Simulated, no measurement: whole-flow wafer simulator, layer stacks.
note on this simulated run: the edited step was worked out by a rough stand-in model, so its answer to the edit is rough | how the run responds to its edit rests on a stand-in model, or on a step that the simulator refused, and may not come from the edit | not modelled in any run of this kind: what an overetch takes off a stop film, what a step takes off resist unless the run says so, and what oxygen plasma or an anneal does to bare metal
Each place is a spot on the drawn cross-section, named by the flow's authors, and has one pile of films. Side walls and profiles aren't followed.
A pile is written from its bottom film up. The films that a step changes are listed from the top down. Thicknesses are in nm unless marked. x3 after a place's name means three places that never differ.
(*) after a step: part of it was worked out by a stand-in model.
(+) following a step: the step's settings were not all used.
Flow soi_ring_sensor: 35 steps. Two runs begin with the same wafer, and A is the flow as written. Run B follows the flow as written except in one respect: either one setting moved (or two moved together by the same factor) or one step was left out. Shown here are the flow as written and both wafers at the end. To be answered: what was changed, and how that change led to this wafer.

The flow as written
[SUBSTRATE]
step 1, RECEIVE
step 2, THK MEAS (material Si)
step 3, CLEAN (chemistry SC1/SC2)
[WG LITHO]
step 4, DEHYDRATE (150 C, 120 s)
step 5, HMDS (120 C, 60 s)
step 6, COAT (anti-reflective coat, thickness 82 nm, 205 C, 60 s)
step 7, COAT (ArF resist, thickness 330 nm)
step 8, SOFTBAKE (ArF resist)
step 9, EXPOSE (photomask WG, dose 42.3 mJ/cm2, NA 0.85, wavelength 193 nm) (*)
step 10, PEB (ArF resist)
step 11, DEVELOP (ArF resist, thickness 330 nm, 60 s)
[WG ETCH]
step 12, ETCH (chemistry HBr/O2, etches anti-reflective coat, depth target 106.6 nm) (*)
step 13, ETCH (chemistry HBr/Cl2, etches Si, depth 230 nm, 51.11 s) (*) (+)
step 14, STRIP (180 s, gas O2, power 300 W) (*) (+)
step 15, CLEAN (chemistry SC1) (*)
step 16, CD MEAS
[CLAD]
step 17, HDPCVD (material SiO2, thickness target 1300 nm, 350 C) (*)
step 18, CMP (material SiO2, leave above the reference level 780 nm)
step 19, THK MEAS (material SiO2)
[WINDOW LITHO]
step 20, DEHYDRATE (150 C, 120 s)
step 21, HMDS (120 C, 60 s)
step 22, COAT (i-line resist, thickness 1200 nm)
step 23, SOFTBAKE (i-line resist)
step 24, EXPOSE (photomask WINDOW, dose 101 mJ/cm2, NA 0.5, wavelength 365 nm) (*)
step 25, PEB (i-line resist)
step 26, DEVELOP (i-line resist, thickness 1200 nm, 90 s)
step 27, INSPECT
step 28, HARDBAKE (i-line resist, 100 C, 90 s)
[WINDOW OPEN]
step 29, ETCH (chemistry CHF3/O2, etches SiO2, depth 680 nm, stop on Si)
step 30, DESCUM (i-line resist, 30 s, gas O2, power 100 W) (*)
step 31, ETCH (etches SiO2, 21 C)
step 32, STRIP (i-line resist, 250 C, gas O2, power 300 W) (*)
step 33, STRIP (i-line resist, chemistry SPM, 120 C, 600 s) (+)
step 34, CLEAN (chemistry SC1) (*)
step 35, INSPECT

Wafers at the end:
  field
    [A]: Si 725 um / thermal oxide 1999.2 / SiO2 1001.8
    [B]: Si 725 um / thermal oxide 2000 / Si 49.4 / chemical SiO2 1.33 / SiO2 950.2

Cause: step 13, ETCH: depth 170 nm was run, while the flow as written has depth 230 nm; step 13, ETCH: 37.82 s was run, where the flow has 51.11 s.

The path from the change to this, step by step:
  step 13, ETCH (chemistry HBr/Cl2, etches Si, depth 230 nm, 51.11 s) (*) (+)
      gap, window, field, gap_clad: A -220 Si (all of it), -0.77 thermal oxide | B -170 Si
      core, core_clad: A -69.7 ArF resist | B -51.6 ArF resist
  step 14, STRIP (180 s, gas O2, power 300 W) (*) (+)
      gap, window, field, gap_clad: A nothing | B +1.33 chemical SiO2 (new film), -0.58 Si
      core, core_clad: A -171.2 ArF resist (all of it), -82 anti-reflective coat (all of it), +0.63 chemical SiO2, -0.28 Si | B -189.3 ArF resist (all of it), -82 anti-reflective coat (all of it), +0.62 chemical SiO2, -0.27 Si
  step 18, CMP (material SiO2, leave above the reference level 780 nm)
      gap, window, field, gap_clad: A -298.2 SiO2 | B -349.8 SiO2
